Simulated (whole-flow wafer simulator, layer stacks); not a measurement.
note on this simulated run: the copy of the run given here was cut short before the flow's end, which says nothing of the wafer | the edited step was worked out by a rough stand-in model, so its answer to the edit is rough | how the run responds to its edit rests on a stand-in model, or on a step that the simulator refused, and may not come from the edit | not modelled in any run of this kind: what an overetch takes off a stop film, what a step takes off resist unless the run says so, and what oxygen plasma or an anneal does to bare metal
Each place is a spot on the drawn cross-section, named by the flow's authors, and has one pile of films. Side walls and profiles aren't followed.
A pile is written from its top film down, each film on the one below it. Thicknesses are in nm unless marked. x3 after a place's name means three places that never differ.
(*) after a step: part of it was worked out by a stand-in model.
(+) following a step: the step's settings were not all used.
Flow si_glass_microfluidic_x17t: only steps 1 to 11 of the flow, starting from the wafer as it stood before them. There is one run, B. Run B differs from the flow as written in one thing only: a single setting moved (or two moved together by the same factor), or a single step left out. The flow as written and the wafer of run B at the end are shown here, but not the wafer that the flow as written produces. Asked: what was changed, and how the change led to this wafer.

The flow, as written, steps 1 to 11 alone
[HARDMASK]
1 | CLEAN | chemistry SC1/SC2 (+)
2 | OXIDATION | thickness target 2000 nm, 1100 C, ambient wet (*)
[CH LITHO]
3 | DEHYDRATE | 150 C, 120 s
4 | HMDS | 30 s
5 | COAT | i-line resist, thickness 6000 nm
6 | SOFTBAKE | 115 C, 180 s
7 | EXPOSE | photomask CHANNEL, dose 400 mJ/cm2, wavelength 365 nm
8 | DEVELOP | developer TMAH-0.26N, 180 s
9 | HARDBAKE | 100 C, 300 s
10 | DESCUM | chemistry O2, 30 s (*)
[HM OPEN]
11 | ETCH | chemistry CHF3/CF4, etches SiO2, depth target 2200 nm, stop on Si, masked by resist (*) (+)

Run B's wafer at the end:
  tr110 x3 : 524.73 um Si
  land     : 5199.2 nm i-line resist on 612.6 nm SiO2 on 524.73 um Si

Cause: step 2, OXIDATION: 880 C was run, though the flow has 1100 C.

How this came from the change, step by step:
  2 | OXIDATION | thickness target 2000 nm, 1100 C, ambient wet (*)
      land, tr110 x3: +612.6 SiO2 (new film), -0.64 chemical SiO2 (all of it), -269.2 Si (it would be, as written: +2000 SiO2 (new film), -0.64 chemical SiO2 (all of it), -879.7 Si)
  11 | ETCH | chemistry CHF3/CF4, etches SiO2, depth target 2200 nm, stop on Si, masked by resist (*) (+)
      tr110 x3: -612.6 SiO2 (all of it) (it would be, as written: -2000 SiO2 (all of it))
      land: -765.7 i-line resist (it would be, as written: -1833.3 i-line resist)
